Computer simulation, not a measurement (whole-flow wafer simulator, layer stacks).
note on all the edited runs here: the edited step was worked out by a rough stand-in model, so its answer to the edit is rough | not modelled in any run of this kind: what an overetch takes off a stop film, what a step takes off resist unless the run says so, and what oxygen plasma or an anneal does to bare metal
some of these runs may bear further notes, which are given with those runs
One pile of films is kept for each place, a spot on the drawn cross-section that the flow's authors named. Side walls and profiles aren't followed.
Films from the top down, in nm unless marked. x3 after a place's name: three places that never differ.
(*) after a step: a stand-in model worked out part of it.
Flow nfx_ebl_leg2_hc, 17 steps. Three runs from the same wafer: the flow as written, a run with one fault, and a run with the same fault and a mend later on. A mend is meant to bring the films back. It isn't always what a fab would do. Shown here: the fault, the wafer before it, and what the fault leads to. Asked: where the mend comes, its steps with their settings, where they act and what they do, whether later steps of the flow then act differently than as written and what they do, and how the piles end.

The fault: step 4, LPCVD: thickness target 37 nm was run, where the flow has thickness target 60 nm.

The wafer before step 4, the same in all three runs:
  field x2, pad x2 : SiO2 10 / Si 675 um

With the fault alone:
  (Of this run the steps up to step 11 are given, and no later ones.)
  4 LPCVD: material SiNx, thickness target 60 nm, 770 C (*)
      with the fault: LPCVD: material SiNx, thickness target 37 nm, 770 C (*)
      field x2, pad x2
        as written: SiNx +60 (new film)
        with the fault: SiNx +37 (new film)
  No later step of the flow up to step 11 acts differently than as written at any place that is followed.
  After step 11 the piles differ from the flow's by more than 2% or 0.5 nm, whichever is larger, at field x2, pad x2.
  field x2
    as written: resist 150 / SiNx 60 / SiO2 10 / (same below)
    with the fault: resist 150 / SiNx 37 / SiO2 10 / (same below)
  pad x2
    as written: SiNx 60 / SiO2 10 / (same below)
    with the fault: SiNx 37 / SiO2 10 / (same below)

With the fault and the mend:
  The mend comes after step 11.
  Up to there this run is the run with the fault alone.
  11a STRIP: resist, chemistry O2, 25 C (*)
      field x2
        resist -150 (all of it)
  11b CLEAN: chemistry SC1/SC2 (*) (the flow's step 2 once more)
      changes no film at any place that is followed
  11c LPCVD: material SiNx, thickness target 23 nm, 770 C (*) (the flow's step 4 once more, with other settings)
      field x2, pad x2
        SiNx +23
  11d DEHYDRATE: 180 C, 120 s (the flow's step 6 once more)
      changes no film at any place that is followed
  11e COAT: resist, thickness 150 nm (the flow's step 7 once more)
      field x2, pad x2
        resist +150 (new film)
  11f SOFTBAKE: resist, 150 C, 60 s (the flow's step 8 once more)
      changes no film at any place that is followed
  11g EXPOSE: PMMA, thickness 150 nm, photomask GRATING (*) (the flow's step 9 once more)
      changes no film at any place that is followed
  11h DEVELOP: resist, thickness 150 nm, developer developer-C-546, 60 s (*) (the flow's step 10 once more)
      pad x2
        resist -150 (all of it)
  No later step of the flow acts differently than as written at any place that is followed.
  At the end the piles are the same as the flow's at every place that both follow.
